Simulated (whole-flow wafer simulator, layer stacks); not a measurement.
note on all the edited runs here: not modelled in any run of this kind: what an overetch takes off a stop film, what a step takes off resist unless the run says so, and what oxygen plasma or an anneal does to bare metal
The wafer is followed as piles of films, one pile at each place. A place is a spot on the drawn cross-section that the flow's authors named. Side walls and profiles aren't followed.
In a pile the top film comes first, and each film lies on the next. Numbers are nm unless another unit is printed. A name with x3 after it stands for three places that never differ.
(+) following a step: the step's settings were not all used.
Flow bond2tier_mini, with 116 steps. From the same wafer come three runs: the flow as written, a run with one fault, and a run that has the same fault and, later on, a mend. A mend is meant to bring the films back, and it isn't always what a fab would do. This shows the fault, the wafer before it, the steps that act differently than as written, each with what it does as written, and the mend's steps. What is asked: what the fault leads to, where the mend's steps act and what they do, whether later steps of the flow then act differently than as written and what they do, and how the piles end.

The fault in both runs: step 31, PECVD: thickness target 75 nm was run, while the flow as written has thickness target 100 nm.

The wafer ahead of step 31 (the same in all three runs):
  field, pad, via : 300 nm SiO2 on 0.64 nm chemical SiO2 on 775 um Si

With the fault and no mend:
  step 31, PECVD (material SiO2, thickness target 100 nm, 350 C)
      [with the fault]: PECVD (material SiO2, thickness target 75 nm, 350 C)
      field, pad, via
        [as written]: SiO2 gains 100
        [with the fault]: SiO2 gains 75
  Every later step of the flow that is run acts as written at every place that is followed.
  At field, pad, the piles at the end differ from the flow's by more than 2% or 0.5 nm, whichever is larger.
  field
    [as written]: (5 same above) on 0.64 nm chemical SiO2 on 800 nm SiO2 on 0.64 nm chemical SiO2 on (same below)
    [with the fault]: (5 same above) on 0.64 nm chemical SiO2 on 775 nm SiO2 on 0.64 nm chemical SiO2 on (same below)
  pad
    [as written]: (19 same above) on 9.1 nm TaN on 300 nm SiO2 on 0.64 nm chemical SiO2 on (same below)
    [with the fault]: (19 same above) on 9.1 nm TaN on 275 nm SiO2 on 0.64 nm chemical SiO2 on (same below)

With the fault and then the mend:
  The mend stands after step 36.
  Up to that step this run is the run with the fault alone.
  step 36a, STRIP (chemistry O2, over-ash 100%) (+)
      field
        KrF resist loses 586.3 (all of it)
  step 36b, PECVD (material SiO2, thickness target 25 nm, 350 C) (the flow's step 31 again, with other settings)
      field, pad, via
        SiO2 gains 25
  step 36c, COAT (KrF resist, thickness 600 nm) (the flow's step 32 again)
      field, pad, via
        KrF resist gains 600 (new film)
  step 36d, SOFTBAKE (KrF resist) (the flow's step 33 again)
      leaves every film unchanged at each place that is followed
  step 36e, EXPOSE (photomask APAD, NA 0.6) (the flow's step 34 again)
      leaves every film unchanged at each place that is followed
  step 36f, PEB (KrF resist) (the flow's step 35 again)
      leaves every film unchanged at each place that is followed
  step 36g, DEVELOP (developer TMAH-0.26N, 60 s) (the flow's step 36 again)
      pad, via
        KrF resist loses 600 (all of it)
      field
        KrF resist loses 13.7
  Every later step of the flow that is run acts as written at every place that is followed.
  The piles end the same as the flow's at every place that both follow.
